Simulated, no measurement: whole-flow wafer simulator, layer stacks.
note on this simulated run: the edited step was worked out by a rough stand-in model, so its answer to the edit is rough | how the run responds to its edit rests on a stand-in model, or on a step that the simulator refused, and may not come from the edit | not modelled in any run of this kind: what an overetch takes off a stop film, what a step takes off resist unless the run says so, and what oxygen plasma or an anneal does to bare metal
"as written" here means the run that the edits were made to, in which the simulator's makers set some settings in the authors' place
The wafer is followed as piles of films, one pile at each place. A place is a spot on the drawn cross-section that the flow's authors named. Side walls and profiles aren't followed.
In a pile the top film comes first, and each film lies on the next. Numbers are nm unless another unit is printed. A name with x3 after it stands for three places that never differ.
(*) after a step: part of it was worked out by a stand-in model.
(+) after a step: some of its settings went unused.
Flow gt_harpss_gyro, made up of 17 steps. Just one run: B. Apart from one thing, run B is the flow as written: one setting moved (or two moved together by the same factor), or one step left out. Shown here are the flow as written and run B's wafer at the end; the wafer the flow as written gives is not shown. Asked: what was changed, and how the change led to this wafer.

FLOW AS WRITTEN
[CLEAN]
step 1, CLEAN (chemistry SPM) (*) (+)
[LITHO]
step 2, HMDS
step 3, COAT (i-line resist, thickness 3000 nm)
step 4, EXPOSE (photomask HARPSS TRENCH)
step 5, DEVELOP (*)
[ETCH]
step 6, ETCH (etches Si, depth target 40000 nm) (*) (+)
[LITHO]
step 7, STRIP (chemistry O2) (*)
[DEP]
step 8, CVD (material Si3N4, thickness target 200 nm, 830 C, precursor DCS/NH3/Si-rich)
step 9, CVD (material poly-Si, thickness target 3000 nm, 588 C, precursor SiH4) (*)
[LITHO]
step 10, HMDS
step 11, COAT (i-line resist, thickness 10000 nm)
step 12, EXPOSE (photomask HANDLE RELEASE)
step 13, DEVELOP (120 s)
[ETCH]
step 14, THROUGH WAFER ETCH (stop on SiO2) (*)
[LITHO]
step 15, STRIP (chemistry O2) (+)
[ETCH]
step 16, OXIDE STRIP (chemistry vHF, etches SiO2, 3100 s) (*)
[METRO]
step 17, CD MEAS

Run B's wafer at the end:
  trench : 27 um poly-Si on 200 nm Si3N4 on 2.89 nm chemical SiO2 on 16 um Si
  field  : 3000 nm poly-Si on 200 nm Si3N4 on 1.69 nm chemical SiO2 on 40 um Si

What caused this: step 6, ETCH: depth target 24000 nm was run, while the flow as written has depth target 40000 nm.

Step by step, how the change led to this:
  step 6, ETCH (etches Si, depth target 40000 nm) (*) (+)
      trench: -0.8 chemical SiO2 (all of it), -24 um Si (in the flow as written it would be: -0.8 chemical SiO2 (all of it), -40 um Si (all of it))
      field: -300 i-line resist (in the flow as written it would be: -500 i-line resist)
  step 7, STRIP (chemistry O2) (*)
      trench: +2.89 chemical SiO2 (new film), -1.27 Si (in the flow as written it would be: nothing)
      field: -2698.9 i-line resist (all of it), +0.89 chemical SiO2, -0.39 Si (in the flow as written it would be: -2498.9 i-line resist (all of it), +0.87 chemical SiO2, -0.38 Si)
  step 8, CVD (material Si3N4, thickness target 200 nm, 830 C, precursor DCS/NH3/Si-rich)
      trench: +200 Si3N4 (new film) (in the flow as written it would be: +195.9 Si3N4 (new film))
  step 9, CVD (material poly-Si, thickness target 3000 nm, 588 C, precursor SiH4) (*)
      trench: +27 um poly-Si (new film) (in the flow as written it would be: +43.01 um poly-Si (new film))
